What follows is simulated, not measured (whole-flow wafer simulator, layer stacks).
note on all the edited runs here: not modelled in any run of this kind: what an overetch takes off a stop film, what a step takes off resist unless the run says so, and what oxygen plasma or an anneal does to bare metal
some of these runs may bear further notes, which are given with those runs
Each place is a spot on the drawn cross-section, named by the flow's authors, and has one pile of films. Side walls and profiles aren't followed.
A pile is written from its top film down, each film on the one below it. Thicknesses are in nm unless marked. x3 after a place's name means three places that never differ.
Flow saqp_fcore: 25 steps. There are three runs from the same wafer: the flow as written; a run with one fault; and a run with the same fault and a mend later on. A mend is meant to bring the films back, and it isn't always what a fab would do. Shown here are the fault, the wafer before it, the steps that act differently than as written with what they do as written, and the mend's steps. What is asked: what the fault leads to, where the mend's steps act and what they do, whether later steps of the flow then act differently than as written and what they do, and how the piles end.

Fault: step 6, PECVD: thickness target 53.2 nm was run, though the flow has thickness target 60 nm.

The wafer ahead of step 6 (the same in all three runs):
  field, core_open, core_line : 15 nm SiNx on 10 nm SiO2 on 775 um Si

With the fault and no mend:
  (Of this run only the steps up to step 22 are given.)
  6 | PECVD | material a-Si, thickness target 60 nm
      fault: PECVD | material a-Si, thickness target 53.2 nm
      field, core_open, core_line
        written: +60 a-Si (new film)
        fault: +53.2 a-Si (new film)
  Every later step of the flow up to step 22 that is run acts as written at every place that is followed.
  The piles after step 22 differ from the flow's at field, core_open, core_line by more than 2% or 0.5 nm, whichever is larger.
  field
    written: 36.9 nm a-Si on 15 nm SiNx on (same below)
    fault: 30.1 nm a-Si on 15 nm SiNx on (same below)
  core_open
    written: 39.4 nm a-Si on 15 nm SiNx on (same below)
    fault: 32.6 nm a-Si on 15 nm SiNx on (same below)
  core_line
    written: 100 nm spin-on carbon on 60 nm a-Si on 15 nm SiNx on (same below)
    fault: 100 nm spin-on carbon on 53.2 nm a-Si on 15 nm SiNx on (same below)

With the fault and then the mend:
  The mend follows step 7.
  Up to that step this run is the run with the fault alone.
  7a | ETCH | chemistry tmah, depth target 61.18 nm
      field, core_open, core_line
        -53.2 a-Si (all of it)
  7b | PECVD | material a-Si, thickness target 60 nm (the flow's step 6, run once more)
      field, core_open, core_line
        +60 a-Si (new film)
  Every later step of the flow that is run acts as written at every place that is followed.
  At every place that both follow, the piles at the end match the flow's.
